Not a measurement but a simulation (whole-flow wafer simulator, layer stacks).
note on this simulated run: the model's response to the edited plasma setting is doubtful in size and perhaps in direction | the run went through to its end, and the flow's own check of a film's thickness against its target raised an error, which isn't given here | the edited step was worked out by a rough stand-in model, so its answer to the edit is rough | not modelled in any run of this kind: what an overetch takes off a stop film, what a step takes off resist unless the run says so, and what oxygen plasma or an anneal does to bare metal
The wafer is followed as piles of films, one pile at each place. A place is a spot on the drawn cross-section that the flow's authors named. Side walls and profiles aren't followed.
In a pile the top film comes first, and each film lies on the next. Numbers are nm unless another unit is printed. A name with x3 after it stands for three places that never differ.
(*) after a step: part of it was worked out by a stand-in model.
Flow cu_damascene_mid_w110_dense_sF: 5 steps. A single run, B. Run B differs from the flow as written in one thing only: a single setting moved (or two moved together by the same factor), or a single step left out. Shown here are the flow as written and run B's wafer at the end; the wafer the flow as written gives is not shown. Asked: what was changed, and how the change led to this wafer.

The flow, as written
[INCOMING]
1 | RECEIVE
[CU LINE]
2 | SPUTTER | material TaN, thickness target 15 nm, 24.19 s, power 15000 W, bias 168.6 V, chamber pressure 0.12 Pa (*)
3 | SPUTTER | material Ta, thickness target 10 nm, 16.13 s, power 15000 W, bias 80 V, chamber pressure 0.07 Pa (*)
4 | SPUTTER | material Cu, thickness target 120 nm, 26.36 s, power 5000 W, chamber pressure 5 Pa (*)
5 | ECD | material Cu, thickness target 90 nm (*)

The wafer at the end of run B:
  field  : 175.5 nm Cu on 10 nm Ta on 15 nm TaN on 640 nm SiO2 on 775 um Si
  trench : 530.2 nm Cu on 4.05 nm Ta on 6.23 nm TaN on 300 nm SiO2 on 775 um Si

The reason: step 4, SPUTTER: power 3840 W was run, whereas the flow has power 5000 W.

The path from the change to this, step by step:
  4 | SPUTTER | material Cu, thickness target 120 nm, 26.36 s, power 5000 W, chamber pressure 5 Pa (*)
      field: Cu gains 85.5 (new film) (in the flow as written it would be: Cu gains 120 (new film))
      trench: Cu gains 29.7 (new film) (in the flow as written it would be: Cu gains 35.7 (new film))
  5 | ECD | material Cu, thickness target 90 nm (*)
      trench: Cu gains 500.5 (in the flow as written it would be: Cu gains 529)
